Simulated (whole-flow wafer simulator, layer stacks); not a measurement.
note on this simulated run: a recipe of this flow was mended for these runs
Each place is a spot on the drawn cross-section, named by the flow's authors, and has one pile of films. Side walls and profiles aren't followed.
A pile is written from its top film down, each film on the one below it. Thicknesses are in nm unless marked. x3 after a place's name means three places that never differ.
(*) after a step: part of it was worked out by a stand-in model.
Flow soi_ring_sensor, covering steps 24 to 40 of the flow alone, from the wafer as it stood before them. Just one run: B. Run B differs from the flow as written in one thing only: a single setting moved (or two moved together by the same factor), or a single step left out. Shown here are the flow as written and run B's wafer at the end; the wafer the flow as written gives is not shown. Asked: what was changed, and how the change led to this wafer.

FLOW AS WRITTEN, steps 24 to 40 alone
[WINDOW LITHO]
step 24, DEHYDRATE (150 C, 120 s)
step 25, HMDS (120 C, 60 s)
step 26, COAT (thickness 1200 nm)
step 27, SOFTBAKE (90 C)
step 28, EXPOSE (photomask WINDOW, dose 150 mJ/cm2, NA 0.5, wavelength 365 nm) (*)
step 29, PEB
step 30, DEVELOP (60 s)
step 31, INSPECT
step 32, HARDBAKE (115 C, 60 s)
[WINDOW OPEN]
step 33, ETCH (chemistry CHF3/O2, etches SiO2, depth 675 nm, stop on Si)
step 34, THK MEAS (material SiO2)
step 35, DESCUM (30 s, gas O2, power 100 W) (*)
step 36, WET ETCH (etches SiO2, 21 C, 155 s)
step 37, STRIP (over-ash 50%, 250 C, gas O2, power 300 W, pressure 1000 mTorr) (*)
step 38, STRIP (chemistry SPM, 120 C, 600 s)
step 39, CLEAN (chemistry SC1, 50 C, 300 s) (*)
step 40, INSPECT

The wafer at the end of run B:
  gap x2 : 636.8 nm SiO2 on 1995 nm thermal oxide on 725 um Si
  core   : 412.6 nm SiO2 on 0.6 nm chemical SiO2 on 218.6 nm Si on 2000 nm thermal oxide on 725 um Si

Cause: step 33, ETCH: chemistry CHF3/O2, etches SiO2, depth 675 nm, stop on Si, was not run.

How this came from the change, step by step:
  step 35, DESCUM (30 s, gas O2, power 100 W) (*)
      field x2, core_clad: -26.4 i-line-resist (it would be, as written: -19.3 i-line-resist)
  step 36, WET ETCH (etches SiO2, 21 C, 155 s)
      gap x2: -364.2 SiO2 (it would be, as written: -326.6 SiO2 (all of it), -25 thermal oxide)
      core: -364.2 SiO2 (it would be, as written: -102.4 SiO2 (all of it), -0.6 chemical SiO2 (all of it), -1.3 Si)
  step 37, STRIP (over-ash 50%, 250 C, gas O2, power 300 W, pressure 1000 mTorr) (*)
      core: nothing (it would be, as written: +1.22 chemical SiO2 (new film), -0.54 Si)
      field x2, core_clad: -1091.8 i-line-resist (all of it) (it would be, as written: -536.4 i-line-resist (all of it))
  step 39, CLEAN (chemistry SC1, 50 C, 300 s) (*)
      gap x2: -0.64 SiO2 (it would be, as written: -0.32 thermal oxide)
      core: -0.64 SiO2 (it would be, as written: -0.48 chemical SiO2)
